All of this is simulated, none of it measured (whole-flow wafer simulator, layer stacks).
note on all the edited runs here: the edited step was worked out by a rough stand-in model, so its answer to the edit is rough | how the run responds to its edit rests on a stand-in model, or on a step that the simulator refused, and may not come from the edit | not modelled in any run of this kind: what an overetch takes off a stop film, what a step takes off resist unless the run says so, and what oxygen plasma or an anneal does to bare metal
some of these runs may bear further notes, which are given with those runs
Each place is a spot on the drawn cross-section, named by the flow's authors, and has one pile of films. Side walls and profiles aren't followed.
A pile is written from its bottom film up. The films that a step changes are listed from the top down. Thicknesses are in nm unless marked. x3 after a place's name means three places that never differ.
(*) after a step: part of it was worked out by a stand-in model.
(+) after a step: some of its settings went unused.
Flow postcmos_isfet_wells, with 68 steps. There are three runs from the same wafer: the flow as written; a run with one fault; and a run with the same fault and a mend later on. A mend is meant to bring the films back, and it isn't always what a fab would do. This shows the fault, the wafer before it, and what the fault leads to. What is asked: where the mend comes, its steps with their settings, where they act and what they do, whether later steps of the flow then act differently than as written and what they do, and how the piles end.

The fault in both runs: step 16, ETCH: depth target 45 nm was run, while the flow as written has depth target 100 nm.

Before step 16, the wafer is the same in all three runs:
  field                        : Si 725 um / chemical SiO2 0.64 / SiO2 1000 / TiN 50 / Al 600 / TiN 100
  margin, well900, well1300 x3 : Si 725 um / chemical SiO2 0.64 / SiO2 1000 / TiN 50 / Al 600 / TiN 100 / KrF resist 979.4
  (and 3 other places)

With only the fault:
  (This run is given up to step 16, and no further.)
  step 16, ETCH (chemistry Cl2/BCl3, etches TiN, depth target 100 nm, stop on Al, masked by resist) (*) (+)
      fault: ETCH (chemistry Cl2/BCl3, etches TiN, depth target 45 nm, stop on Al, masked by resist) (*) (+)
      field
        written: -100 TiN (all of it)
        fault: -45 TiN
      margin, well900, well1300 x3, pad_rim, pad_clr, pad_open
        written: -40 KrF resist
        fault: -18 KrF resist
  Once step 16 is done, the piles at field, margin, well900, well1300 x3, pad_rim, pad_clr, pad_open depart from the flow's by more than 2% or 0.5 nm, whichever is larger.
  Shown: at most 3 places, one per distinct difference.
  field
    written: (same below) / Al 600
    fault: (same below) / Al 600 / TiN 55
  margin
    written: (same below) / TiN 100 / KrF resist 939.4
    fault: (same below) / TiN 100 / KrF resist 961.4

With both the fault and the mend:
  The mend stands after step 16.
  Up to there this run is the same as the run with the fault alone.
  step 16a, ETCH (chemistry Cl2/BCl3, etches TiN, depth target 55 nm, stop on Al, masked by resist) (a further turn of the flow's step 16, with different settings)
      margin, well900, well1300 x3, pad_rim, pad_clr, pad_open
        -22 KrF resist
      field
        -55 TiN (all of it)
  None of the later steps of the flow acts differently than as written at any place that is followed.
  At every place that both follow, the piles at the end match the flow's.
